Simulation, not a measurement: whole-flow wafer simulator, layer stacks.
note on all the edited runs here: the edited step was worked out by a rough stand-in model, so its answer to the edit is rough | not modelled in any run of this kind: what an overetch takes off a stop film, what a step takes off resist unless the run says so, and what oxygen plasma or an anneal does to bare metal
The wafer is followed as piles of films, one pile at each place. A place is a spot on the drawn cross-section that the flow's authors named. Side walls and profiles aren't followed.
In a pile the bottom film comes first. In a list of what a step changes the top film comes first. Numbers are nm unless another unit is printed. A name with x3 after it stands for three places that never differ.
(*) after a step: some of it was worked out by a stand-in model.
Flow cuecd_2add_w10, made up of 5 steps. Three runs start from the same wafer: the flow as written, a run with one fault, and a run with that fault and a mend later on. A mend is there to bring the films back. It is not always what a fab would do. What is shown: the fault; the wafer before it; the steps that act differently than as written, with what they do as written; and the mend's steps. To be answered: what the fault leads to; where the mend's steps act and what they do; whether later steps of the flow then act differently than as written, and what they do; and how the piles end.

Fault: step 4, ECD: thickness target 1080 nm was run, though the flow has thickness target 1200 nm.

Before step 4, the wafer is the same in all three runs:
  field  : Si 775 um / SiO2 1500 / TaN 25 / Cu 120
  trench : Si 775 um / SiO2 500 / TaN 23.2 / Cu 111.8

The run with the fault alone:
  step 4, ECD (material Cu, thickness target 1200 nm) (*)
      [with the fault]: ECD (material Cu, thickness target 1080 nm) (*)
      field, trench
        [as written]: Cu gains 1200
        [with the fault]: Cu gains 1080
  Later steps of the flow that are run all act as written at every place that is followed.
  The piles end different from the flow's at field, trench by more than 2% or 0.5 nm, whichever is larger.
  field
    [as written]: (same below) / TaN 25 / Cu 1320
    [with the fault]: (same below) / TaN 25 / Cu 1200
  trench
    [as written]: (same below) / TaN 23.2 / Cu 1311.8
    [with the fault]: (same below) / TaN 23.2 / Cu 1191.8

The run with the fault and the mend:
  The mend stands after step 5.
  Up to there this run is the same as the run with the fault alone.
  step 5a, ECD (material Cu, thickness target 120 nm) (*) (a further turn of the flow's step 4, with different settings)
      field, trench
        Cu gains 120
  Later steps of the flow that are run all act as written at every place that is followed.
  At every place that both follow, the piles at the end match the flow's.
